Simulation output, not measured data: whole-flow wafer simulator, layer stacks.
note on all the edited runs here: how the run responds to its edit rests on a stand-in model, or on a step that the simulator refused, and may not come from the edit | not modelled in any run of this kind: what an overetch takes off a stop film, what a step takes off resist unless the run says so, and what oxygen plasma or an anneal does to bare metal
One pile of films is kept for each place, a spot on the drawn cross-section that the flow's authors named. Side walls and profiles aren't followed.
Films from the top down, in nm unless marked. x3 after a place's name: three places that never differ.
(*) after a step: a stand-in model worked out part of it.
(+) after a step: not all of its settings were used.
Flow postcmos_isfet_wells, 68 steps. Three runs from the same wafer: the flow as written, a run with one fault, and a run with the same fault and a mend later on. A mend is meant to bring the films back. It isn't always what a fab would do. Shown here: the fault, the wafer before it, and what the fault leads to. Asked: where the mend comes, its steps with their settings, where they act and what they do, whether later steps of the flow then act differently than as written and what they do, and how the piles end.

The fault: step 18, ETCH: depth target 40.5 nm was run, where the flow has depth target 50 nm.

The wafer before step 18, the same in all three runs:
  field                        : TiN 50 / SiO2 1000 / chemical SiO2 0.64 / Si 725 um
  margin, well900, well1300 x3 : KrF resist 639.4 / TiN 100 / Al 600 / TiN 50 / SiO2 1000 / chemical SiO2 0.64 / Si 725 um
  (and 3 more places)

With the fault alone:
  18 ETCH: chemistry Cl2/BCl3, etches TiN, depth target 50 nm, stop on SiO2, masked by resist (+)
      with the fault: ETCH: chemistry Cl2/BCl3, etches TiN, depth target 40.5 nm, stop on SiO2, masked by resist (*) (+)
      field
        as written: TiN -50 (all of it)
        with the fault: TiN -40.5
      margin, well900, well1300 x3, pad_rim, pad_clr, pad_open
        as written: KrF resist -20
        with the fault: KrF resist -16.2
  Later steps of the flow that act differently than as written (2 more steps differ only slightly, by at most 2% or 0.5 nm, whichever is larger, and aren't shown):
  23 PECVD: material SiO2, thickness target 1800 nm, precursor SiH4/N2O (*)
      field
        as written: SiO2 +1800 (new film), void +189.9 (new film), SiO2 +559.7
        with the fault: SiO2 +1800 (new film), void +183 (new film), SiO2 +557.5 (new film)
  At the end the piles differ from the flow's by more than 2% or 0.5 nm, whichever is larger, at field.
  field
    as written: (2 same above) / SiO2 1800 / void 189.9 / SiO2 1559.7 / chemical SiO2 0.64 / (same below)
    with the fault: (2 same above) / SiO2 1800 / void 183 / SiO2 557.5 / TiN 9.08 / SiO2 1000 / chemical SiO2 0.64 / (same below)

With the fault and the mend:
  The mend comes after step 18.
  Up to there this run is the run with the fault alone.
  18a ETCH: chemistry Cl2/BCl3, etches TiN, depth target 9.5 nm, stop on SiO2, masked by resist (the flow's step 18 once more, with other settings)
      margin, well900, well1300 x3, pad_rim, pad_clr, pad_open
        KrF resist -3.8
      field
        TiN -9.5 (all of it)
  No later step of the flow acts differently than as written at any place that is followed.
  At the end the piles are the same as the flow's at every place that both follow.
